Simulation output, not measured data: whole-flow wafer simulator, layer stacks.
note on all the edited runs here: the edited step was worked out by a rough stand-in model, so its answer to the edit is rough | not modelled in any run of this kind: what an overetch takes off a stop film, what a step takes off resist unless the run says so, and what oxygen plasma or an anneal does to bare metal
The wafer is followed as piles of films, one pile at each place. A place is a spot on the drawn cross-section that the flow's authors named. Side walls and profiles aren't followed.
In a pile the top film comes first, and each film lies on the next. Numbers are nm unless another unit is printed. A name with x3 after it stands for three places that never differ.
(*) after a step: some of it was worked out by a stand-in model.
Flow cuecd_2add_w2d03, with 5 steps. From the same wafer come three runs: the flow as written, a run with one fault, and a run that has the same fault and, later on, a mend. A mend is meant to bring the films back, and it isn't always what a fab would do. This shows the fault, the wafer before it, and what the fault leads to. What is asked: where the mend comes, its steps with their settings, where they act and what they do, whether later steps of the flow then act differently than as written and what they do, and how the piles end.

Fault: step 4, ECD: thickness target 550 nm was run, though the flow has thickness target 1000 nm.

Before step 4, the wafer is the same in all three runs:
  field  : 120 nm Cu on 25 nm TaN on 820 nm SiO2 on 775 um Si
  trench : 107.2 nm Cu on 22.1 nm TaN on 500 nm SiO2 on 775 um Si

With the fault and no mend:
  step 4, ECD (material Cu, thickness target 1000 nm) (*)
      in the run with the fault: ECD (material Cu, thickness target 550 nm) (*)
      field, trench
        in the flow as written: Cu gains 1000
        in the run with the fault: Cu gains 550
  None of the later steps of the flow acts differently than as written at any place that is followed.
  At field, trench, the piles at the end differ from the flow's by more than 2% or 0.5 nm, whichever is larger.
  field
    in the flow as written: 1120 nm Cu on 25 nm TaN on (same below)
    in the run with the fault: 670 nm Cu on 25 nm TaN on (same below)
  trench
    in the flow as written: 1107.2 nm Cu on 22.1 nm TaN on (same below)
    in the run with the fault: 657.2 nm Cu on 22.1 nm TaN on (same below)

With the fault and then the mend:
  After step 5 comes the mend.
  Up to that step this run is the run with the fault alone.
  step 5a, ECD (material Cu, thickness target 450 nm) (*) (the flow's step 4, run once more with other settings)
      field, trench
        Cu gains 450
  None of the later steps of the flow acts differently than as written at any place that is followed.
  By the end, the piles equal the flow's at every place that both follow.
